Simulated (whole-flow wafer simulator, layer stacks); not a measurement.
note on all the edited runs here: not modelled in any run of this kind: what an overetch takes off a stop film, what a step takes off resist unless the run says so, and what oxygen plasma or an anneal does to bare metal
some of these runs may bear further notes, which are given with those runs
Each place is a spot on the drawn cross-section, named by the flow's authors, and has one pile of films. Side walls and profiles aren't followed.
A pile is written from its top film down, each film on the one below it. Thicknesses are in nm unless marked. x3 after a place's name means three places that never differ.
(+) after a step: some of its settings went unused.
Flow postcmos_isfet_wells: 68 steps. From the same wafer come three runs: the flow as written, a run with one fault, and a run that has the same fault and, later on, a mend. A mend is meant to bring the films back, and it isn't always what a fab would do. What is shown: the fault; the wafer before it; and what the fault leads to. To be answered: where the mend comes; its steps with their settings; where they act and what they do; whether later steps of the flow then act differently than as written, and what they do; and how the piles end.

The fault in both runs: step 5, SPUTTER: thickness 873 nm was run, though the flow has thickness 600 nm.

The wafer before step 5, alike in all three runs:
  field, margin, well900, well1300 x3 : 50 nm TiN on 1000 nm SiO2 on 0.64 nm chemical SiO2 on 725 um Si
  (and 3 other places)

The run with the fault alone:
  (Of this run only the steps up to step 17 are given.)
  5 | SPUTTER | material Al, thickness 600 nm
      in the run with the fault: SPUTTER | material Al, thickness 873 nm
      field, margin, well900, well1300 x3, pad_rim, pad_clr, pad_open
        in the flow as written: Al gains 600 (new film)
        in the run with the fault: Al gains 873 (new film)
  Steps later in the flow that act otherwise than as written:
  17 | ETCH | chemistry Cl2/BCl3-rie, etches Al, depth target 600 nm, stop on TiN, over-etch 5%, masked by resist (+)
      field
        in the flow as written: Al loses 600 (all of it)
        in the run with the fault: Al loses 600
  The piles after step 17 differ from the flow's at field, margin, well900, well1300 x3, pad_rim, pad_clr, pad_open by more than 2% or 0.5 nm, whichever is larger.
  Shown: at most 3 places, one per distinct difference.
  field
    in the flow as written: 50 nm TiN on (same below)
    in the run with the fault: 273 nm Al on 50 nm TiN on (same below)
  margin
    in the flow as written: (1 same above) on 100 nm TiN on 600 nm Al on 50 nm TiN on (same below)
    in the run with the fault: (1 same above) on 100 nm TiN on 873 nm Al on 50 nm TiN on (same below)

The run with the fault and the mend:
  The mend stands after step 5.
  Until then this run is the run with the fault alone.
  5a | ETCH | chemistry al pan, depth target 1004 nm
      field, margin, well900, well1300 x3, pad_rim, pad_clr, pad_open
        Al loses 873 (all of it)
  5b | SPUTTER | material Al, thickness 600 nm (the flow's step 5 again)
      field, margin, well900, well1300 x3, pad_rim, pad_clr, pad_open
        Al gains 600 (new film)
  None of the later steps of the flow acts differently than as written at any place that is followed.
  By the end, the piles equal the flow's at every place that both follow.
